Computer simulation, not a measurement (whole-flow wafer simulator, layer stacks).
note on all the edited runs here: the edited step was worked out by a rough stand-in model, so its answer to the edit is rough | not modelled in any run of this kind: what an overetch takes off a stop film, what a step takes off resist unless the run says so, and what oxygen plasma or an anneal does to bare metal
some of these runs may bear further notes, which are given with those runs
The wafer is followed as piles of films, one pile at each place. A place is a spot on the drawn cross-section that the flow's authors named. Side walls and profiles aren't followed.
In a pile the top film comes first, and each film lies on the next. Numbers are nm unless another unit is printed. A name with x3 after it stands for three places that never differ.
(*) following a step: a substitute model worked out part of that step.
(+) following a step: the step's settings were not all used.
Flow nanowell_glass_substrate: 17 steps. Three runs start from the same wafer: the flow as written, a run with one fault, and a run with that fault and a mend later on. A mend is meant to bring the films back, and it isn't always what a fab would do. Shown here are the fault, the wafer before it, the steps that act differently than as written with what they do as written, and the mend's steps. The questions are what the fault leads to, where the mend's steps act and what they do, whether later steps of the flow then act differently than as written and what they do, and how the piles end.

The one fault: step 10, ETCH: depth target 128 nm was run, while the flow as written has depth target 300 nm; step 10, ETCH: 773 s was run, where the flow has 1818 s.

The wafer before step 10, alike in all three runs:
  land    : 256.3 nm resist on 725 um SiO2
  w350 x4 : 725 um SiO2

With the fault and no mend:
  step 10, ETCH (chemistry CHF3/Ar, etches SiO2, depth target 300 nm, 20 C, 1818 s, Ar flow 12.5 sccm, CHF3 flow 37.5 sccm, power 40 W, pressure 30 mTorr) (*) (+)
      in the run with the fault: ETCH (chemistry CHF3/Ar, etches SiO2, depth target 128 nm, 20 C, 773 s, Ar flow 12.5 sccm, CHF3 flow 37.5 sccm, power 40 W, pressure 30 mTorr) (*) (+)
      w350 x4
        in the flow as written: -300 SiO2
        in the run with the fault: -128 SiO2
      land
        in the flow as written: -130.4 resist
        in the run with the fault: -55.7 resist
  Steps further on in the flow that do not act as written:
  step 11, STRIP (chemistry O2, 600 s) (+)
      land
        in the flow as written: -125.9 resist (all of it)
        in the run with the fault: -200.7 resist (all of it)
  At the end the piles are close to the flow's at the places that both follow, differing by at most 2% or 0.5 nm, whichever is larger.

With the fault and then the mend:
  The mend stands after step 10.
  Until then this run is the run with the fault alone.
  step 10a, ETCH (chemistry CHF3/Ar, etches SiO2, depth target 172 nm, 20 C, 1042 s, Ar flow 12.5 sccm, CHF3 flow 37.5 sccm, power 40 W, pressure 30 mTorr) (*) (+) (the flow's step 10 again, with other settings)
      w350 x4
        -172 SiO2
      land
        -74.8 resist
  Every later step of the flow that is run acts as written at every place that is followed.
  By the end, the piles equal the flow's at every place that both follow.
